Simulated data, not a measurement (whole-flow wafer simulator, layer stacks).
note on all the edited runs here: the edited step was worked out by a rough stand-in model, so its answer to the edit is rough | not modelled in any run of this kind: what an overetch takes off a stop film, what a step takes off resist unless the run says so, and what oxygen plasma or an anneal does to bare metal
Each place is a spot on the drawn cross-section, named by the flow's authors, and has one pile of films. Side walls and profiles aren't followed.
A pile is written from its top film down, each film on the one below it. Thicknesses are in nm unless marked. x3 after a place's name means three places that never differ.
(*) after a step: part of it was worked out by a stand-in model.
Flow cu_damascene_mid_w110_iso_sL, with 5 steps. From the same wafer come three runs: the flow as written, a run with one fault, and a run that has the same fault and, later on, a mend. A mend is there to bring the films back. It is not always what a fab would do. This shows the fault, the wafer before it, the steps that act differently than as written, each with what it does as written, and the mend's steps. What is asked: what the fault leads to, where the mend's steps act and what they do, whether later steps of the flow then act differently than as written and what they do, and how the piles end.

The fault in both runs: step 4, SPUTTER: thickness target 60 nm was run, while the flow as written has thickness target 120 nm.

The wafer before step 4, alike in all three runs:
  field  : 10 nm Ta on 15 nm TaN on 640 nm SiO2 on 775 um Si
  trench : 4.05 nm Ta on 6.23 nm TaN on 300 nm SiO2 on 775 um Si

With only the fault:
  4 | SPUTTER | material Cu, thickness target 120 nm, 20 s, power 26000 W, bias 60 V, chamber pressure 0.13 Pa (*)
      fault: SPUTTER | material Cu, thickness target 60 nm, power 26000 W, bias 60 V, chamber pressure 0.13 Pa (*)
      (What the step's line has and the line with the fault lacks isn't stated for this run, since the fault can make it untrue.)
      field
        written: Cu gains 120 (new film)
        fault: Cu gains 60 (new film)
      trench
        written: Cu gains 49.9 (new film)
        fault: Cu gains 25 (new film)
  Later steps of the flow acting differently than as written:
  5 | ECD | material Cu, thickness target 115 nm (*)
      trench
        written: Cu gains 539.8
        fault: Cu gains 504.8
  At field, trench, the piles at the end differ from the flow's by more than 2% or 0.5 nm, whichever is larger.
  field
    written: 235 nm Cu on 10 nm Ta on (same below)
    fault: 175 nm Cu on 10 nm Ta on (same below)
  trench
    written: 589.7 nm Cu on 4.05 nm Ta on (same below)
    fault: 529.7 nm Cu on 4.05 nm Ta on (same below)

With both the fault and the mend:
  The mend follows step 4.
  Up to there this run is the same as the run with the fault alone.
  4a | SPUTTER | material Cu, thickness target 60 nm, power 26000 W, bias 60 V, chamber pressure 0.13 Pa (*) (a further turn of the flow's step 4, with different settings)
      field
        Cu gains 60
      trench
        Cu gains 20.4
  Every later step of the flow that is run acts as written, at every place that is followed, to within 2% or 0.5 nm, whichever is larger.
  At every place that both follow, the piles at the end match the flow's.
